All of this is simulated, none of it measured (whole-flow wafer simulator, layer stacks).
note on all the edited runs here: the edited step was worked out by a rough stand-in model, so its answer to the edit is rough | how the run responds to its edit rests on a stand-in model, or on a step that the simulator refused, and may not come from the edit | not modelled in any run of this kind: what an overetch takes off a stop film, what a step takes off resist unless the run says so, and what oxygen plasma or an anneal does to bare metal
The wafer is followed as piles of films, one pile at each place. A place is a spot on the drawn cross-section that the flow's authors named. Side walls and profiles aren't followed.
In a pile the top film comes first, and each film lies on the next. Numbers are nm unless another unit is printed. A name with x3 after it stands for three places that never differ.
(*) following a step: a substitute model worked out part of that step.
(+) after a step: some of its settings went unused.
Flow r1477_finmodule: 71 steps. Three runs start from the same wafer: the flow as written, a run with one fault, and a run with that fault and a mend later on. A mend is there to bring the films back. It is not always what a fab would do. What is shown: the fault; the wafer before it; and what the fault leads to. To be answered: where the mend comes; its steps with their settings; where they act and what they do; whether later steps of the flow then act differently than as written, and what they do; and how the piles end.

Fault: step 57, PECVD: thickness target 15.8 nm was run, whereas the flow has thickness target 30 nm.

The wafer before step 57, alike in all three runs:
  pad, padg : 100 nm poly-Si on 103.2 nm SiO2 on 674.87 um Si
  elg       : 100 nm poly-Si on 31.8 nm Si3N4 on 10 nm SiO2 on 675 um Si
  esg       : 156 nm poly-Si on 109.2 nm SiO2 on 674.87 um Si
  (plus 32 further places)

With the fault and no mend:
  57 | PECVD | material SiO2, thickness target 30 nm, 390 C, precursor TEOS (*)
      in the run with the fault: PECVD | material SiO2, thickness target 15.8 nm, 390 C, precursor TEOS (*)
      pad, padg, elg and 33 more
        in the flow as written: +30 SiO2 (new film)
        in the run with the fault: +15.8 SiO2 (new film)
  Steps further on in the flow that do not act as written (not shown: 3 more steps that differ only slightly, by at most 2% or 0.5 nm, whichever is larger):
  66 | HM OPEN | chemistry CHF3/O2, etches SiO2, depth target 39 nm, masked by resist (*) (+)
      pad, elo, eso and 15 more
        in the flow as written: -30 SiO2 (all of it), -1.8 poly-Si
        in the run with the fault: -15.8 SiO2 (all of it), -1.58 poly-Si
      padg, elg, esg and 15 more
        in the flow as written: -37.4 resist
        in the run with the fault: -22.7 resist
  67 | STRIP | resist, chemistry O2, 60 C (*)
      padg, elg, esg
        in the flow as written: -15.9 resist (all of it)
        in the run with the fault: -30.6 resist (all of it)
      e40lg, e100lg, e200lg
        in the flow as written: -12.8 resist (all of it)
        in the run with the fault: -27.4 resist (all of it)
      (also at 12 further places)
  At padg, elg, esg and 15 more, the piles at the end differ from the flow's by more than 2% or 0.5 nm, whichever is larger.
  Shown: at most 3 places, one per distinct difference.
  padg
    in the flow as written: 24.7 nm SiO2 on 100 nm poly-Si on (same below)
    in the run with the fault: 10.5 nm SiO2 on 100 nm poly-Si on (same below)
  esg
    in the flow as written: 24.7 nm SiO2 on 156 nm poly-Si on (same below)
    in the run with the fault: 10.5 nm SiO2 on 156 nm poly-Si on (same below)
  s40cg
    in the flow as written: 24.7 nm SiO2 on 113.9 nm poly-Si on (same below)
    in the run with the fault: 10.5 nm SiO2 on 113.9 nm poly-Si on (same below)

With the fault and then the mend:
  After step 58 comes the mend.
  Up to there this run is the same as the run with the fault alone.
  58a | PECVD | material SiO2, thickness target 14.2 nm, 390 C, precursor TEOS (*) (the flow's step 57, run once more with other settings)
      pad, padg, elg and 33 more
        +14.2 SiO2
  Later steps of the flow that are run all act as written at every place that is followed.
  By the end, the piles equal the flow's at every place that both follow.
